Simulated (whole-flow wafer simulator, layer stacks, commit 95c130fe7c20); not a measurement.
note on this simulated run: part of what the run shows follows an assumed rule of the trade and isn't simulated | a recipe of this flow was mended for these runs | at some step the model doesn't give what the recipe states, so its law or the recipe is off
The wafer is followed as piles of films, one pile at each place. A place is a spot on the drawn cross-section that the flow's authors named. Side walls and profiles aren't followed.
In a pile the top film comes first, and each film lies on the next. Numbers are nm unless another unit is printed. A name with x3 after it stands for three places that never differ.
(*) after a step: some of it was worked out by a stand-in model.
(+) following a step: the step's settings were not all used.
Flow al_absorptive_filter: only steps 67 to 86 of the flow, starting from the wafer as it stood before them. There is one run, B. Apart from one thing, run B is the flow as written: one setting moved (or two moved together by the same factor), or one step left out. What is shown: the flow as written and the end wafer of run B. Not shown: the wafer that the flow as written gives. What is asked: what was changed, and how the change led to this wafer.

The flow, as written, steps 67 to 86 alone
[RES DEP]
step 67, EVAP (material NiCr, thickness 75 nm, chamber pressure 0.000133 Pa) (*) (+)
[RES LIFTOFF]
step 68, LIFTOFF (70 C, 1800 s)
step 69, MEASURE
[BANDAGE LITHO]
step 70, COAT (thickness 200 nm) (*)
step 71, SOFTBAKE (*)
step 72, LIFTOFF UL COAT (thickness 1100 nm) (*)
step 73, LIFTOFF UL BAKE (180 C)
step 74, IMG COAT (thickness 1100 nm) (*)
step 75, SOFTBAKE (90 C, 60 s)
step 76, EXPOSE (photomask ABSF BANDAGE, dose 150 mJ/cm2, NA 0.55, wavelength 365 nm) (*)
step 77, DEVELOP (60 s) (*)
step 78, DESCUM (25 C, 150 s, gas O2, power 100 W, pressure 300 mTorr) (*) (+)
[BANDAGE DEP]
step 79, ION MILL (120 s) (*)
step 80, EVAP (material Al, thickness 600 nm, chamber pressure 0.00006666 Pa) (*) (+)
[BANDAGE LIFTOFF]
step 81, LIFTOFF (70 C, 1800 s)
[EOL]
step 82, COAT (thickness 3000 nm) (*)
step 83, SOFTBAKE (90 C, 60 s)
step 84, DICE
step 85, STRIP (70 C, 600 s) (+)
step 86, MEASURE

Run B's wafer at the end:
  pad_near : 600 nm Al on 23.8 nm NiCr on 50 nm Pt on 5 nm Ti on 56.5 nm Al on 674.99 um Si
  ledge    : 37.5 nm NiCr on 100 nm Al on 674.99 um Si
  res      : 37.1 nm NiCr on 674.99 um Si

What caused this: step 67, EVAP: thickness 37.5 nm was run, though the flow has thickness 75 nm.
The wafer lets one read it off: ledge has NiCr 37.5, and step 67 as written asks for 75 nm.

Step by step, how the change led to this:
  step 67, EVAP (material NiCr, thickness 75 nm, chamber pressure 0.000133 Pa) (*) (+)
      gnd, pad_far, ledge and 9 more: +37.5 NiCr (new film) (it would be, as written: +75 NiCr (new film))
      pad_near, res: +37.1 NiCr (new film) (it would be, as written: +74.2 NiCr (new film))
  step 68, LIFTOFF (70 C, 1800 s)
      xa_field, xl_land, idc_field: -37.5 NiCr (all of it), -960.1 i-line-resist (all of it), -1100 lift-off-underlayer (all of it), -200 acrylic-e-beam-resist (all of it) (it would be, as written: -75 NiCr (all of it), -960.1 i-line-resist (all of it), -1100 lift-off-underlayer (all of it), -200 acrylic-e-beam-resist (all of it))
      gnd: -37.5 NiCr (all of it), -959.5 i-line-resist (all of it), -1100.9 lift-off-underlayer (all of it), -200.6 acrylic-e-beam-resist (all of it) (it would be, as written: -75 NiCr (all of it), -959.5 i-line-resist (all of it), -1100.9 lift-off-underlayer (all of it), -200.6 acrylic-e-beam-resist (all of it))
      (and at 7 other places as well)
  step 70, COAT (thickness 200 nm) (*)
      pad_near: +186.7 acrylic-e-beam-resist (new film) (it would be, as written: +180.9 acrylic-e-beam-resist (new film))
      res: +225.2 acrylic-e-beam-resist (new film) (it would be, as written: +218.1 acrylic-e-beam-resist (new film))
  step 78, DESCUM (25 C, 150 s, gas O2, power 100 W, pressure 300 mTorr) (*) (+)
      pad_near: -186.7 acrylic-e-beam-resist (all of it) (it would be, as written: -180.9 acrylic-e-beam-resist (all of it))
  step 81, LIFTOFF (70 C, 1800 s)
      res: -600 Al (all of it), -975 i-line-resist (all of it), -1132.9 lift-off-underlayer (all of it), -225.2 acrylic-e-beam-resist (all of it) (it would be, as written: -600 Al (all of it), -964.1 i-line-resist (all of it), -1118.2 lift-off-underlayer (all of it), -218.1 acrylic-e-beam-resist (all of it))
  step 83, SOFTBAKE (90 C, 60 s)
      res: +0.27 i-line-resist (it would be, as written: -1.75 i-line-resist)
      gnd: +5 i-line-resist (it would be, as written: +6.13 i-line-resist)
      (and at 2 other places as well)
